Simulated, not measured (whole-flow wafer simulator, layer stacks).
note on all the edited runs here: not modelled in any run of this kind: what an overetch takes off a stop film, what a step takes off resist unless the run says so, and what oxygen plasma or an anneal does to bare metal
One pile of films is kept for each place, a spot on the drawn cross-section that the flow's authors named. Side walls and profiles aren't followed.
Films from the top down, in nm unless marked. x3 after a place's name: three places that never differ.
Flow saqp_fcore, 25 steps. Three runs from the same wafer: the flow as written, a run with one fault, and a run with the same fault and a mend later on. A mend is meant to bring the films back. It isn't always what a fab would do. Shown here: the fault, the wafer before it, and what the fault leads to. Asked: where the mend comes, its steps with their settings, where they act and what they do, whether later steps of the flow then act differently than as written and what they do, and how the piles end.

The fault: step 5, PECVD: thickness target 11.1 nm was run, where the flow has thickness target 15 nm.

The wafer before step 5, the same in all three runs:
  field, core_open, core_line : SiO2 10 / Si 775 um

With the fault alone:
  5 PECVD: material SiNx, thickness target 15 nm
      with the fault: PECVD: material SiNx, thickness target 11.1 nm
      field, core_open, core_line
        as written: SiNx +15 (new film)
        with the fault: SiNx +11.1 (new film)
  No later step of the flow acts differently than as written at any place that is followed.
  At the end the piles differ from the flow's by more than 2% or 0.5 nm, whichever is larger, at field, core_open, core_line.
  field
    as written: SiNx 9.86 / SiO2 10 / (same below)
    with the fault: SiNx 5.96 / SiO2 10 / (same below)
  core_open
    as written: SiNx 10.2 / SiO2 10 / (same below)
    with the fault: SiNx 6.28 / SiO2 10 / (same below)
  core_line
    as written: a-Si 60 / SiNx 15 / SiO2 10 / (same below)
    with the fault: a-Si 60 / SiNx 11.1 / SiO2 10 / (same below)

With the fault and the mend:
  The mend comes after step 5.
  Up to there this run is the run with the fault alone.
  5a ETCH: chemistry h3po4, depth target 12.77 nm
      field, core_open, core_line
        SiNx -11.1 (all of it)
  5b PECVD: material SiNx, thickness target 15 nm (the flow's step 5 once more)
      field, core_open, core_line
        SiNx +15 (new film)
  No later step of the flow acts differently than as written at any place that is followed.
  At the end the piles are the same as the flow's at every place that both follow.
